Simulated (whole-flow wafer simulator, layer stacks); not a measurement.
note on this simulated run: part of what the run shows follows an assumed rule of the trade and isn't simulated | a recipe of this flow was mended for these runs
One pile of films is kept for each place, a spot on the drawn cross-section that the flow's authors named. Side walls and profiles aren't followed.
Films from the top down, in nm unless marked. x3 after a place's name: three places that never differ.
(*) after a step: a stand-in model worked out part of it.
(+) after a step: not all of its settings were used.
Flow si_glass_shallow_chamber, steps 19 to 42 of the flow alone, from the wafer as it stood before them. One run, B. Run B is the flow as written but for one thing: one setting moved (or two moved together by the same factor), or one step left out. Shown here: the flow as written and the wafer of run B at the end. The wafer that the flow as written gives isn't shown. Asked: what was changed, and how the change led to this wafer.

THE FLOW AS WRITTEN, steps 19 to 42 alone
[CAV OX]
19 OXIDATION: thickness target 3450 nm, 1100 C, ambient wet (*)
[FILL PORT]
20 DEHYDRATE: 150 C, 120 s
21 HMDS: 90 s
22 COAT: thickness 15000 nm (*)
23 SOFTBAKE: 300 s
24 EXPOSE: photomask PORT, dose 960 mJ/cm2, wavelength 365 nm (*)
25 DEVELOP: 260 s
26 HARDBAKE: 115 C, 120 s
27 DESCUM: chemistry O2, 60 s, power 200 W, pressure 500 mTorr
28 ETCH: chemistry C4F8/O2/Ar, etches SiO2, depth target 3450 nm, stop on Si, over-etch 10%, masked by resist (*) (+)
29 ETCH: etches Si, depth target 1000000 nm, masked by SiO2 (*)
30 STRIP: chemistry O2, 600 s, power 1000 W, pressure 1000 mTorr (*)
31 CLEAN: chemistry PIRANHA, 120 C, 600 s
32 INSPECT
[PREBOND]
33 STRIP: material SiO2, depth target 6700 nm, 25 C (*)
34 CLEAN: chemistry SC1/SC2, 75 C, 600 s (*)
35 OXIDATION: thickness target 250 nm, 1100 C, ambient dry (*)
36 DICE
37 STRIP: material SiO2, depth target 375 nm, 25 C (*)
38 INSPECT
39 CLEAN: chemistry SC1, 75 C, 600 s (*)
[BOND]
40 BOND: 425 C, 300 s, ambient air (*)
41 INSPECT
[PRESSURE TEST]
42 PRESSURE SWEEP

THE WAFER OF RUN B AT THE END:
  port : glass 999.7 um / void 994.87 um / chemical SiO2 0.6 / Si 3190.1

The cause: step 28, ETCH: depth target 2898 nm was run, where the flow has depth target 3450 nm.

How the change led to this, step by step:
  28 ETCH: chemistry C4F8/O2/Ar, etches SiO2, depth target 3450 nm, stop on Si, over-etch 10%, masked by resist (*) (+)
      port: SiO2 -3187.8 (as written it would be: SiO2 -3450 (all of it), Si -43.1)
      rim, ramp, cav, septum, ring: thick-i-line-resist -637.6 (as written it would be: thick-i-line-resist -759)
  29 ETCH: etches Si, depth target 1000000 nm, masked by SiO2 (*)
      port: SiO2 -262.2 (all of it), Si -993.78 um (as written it would be: hole +997.05 um (new film), Si -997.05 um (all of it))
      rim, ramp: thick-i-line-resist -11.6 um (all of it), SiO2 -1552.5 (as written it would be: thick-i-line-resist -11.47 um (all of it), SiO2 -1617.3)
      (and at 2 more places)
  30 STRIP: chemistry O2, 600 s, power 1000 W, pressure 1000 mTorr (*)
      port: chemical SiO2 +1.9 (new film), Si -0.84 (as written it would be: nothing)
      cav: thick-i-line-resist -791 (all of it) (as written it would be: thick-i-line-resist -669.6 (all of it))
  33 STRIP: material SiO2, depth target 6700 nm, 25 C (*)
      port: chemical SiO2 -1.9 (all of it) (as written it would be: nothing)
  34 CLEAN: chemistry SC1/SC2, 75 C, 600 s (*)
      port: chemical SiO2 +0.6 (new film), Si -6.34 (as written it would be: nothing)
  35 OXIDATION: thickness target 250 nm, 1100 C, ambient dry (*)
      port: SiO2 +250 (new film), chemical SiO2 -0.6 (all of it), Si -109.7 (as written it would be: nothing)
  37 STRIP: material SiO2, depth target 375 nm, 25 C (*)
      port: SiO2 -250 (all of it) (as written it would be: nothing)
  39 CLEAN: chemistry SC1, 75 C, 600 s (*)
      port: chemical SiO2 +0.6 (new film), Si -6.34 (as written it would be: nothing)
  40 BOND: 425 C, 300 s, ambient air (*)
      port: glass +999.7 um (new film), void +994.87 um (new film) (as written it would be: glass +999.7 um (new film), hole +1017.3)
